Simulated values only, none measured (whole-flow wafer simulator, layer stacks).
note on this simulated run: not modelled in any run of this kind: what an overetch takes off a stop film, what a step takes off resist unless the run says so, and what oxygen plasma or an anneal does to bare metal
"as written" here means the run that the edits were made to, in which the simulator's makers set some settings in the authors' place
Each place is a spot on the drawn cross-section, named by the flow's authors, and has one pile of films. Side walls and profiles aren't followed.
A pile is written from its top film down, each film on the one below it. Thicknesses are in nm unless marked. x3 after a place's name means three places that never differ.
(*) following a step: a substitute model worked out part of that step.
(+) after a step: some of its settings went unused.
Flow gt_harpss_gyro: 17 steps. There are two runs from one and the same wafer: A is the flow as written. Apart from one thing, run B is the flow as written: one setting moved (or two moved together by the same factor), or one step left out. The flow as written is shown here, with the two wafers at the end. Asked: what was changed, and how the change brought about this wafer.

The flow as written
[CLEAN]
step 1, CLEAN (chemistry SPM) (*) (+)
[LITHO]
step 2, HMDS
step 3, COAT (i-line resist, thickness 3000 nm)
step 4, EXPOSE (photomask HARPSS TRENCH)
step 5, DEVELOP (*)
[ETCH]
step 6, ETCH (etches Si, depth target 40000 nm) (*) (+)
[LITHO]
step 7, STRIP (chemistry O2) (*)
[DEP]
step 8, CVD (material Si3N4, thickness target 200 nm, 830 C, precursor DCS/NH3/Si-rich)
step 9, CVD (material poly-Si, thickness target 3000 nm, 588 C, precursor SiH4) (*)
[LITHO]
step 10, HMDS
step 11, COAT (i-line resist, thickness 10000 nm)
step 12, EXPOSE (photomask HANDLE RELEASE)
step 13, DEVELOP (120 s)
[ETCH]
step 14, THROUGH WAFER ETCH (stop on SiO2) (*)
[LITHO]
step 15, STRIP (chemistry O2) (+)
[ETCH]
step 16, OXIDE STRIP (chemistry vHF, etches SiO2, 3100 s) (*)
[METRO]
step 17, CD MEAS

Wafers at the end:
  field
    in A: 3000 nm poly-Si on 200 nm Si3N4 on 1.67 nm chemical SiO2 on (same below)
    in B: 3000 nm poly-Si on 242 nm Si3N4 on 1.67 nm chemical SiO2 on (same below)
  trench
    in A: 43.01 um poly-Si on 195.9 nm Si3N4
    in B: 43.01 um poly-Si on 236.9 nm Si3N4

What caused this: step 8, CVD: thickness target 242 nm was run, while the flow as written has thickness target 200 nm.
The wafer lets one read it off: field has Si3N4 242, and step 8 as written asks for 200 nm.

How this came from the change, step by step:
  step 8, CVD (material Si3N4, thickness target 200 nm, 830 C, precursor DCS/NH3/Si-rich)
      field: A Si3N4 gains 200 (new film) | B Si3N4 gains 242 (new film)
      trench: A Si3N4 gains 195.9 (new film) | B Si3N4 gains 236.9 (new film)
